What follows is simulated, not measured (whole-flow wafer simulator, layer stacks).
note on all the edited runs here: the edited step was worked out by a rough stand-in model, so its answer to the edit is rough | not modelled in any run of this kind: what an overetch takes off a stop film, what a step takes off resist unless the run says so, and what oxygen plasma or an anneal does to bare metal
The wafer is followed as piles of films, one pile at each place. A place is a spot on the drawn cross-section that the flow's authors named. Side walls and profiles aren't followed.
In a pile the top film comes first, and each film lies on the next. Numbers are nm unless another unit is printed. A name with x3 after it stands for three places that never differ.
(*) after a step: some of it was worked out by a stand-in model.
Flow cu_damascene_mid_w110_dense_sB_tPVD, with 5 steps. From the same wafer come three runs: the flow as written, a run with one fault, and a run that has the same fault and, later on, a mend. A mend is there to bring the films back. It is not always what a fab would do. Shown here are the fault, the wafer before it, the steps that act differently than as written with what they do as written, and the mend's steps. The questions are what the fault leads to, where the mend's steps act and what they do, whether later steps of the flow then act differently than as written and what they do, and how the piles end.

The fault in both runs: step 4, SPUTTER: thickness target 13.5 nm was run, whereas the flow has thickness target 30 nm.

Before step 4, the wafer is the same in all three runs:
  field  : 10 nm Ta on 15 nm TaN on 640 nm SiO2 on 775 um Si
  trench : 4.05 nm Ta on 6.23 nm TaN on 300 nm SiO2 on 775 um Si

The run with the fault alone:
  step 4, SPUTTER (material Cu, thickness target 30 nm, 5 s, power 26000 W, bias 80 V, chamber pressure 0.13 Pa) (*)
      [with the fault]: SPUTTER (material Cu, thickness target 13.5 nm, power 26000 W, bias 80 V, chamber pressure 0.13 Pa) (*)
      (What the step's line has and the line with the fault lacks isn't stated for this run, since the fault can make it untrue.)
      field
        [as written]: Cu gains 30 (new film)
        [with the fault]: Cu gains 13.5 (new film)
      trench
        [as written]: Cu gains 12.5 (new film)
        [with the fault]: Cu gains 5.62 (new film)
  Later steps of the flow acting differently than as written:
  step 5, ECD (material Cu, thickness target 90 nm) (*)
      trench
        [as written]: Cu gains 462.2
        [with the fault]: Cu gains 452.6
  The piles end different from the flow's at field, trench by more than 2% or 0.5 nm, whichever is larger.
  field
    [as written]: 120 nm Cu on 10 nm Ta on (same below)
    [with the fault]: 103.5 nm Cu on 10 nm Ta on (same below)
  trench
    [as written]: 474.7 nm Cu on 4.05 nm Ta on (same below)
    [with the fault]: 458.2 nm Cu on 4.05 nm Ta on (same below)

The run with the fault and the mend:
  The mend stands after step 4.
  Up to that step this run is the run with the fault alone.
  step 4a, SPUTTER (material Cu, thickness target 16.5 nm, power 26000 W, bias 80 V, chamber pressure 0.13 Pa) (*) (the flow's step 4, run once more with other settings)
      field
        Cu gains 16.5
      trench
        Cu gains 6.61
  Later steps of the flow that are run all act as written at every place that is followed, up to a difference of at most 2% or 0.5 nm, whichever is larger.
  The piles end the same as the flow's at every place that both follow.
